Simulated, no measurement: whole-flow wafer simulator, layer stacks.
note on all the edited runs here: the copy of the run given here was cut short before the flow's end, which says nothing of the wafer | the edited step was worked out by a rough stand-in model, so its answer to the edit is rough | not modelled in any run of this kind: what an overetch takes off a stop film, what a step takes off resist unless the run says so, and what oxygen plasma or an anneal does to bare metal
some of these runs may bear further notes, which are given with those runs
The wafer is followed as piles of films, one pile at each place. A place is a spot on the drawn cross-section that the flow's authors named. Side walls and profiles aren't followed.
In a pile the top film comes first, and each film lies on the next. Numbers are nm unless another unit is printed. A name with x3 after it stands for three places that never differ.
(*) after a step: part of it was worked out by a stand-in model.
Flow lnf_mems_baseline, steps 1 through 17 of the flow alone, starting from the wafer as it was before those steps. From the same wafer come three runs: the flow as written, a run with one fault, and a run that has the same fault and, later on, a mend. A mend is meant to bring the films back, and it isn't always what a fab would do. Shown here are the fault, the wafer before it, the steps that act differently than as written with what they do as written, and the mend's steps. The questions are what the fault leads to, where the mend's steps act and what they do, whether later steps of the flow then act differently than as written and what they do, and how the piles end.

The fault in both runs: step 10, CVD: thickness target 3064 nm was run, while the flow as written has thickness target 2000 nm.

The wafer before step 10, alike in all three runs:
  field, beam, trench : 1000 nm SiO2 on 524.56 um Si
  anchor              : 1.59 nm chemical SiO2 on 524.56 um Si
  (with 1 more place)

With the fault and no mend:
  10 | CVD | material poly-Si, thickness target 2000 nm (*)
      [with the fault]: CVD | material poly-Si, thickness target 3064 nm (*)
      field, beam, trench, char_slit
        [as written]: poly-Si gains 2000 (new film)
        [with the fault]: poly-Si gains 3064 (new film)
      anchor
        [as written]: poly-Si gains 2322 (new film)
        [with the fault]: poly-Si gains 3670.8 (new film)
  Steps further on in the flow that do not act as written (1 other step is not shown; it differs only slightly, by no more than 2% or 0.5 nm, whichever is larger):
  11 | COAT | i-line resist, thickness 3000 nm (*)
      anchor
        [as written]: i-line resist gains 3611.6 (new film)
        [with the fault]: i-line resist gains 3343.2 (new film)
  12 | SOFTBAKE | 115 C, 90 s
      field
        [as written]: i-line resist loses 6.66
        [with the fault]: i-line resist loses 5.11
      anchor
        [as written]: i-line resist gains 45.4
        [with the fault]: i-line resist gains 33.7
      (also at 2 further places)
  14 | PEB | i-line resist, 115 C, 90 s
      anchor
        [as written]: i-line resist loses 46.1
        [with the fault]: i-line resist loses 41.2
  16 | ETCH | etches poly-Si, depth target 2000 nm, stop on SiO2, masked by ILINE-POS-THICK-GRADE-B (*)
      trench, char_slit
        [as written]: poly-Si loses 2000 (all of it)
        [with the fault]: poly-Si loses 2000
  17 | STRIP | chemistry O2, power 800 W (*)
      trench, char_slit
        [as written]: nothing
        [with the fault]: chemical SiO2 gains 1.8 (new film), poly-Si loses 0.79
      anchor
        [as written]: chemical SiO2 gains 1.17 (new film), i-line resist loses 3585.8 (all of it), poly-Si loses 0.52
        [with the fault]: chemical SiO2 gains 1.15 (new film), i-line resist loses 3310.7 (all of it), poly-Si loses 0.51
  At field, anchor, beam, trench, char_slit, the piles at the end differ from the flow's by more than 2% or 0.5 nm, whichever is larger.
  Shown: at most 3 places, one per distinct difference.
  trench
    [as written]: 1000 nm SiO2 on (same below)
    [with the fault]: 1.8 nm chemical SiO2 on 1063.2 nm poly-Si on 1000 nm SiO2 on (same below)
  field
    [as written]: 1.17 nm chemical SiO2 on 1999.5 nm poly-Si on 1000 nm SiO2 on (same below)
    [with the fault]: 1.15 nm chemical SiO2 on 3063.5 nm poly-Si on 1000 nm SiO2 on (same below)
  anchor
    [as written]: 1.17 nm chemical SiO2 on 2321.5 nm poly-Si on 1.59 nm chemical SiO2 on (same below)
    [with the fault]: 1.15 nm chemical SiO2 on 3670.3 nm poly-Si on 1.59 nm chemical SiO2 on (same below)

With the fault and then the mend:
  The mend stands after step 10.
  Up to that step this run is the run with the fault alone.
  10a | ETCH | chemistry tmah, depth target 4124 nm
      field, beam, trench, char_slit
        poly-Si loses 3064 (all of it)
      anchor
        poly-Si loses 3670.8 (all of it)
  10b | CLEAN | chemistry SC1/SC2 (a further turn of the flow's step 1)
      leaves every film unchanged at each place that is followed
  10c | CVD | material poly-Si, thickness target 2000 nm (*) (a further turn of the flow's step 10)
      field, beam, trench, char_slit
        poly-Si gains 2000 (new film)
      anchor
        poly-Si gains 2322 (new film)
  Every later step of the flow that is run acts as written at every place that is followed.
  The piles end the same as the flow's at every place that both follow.
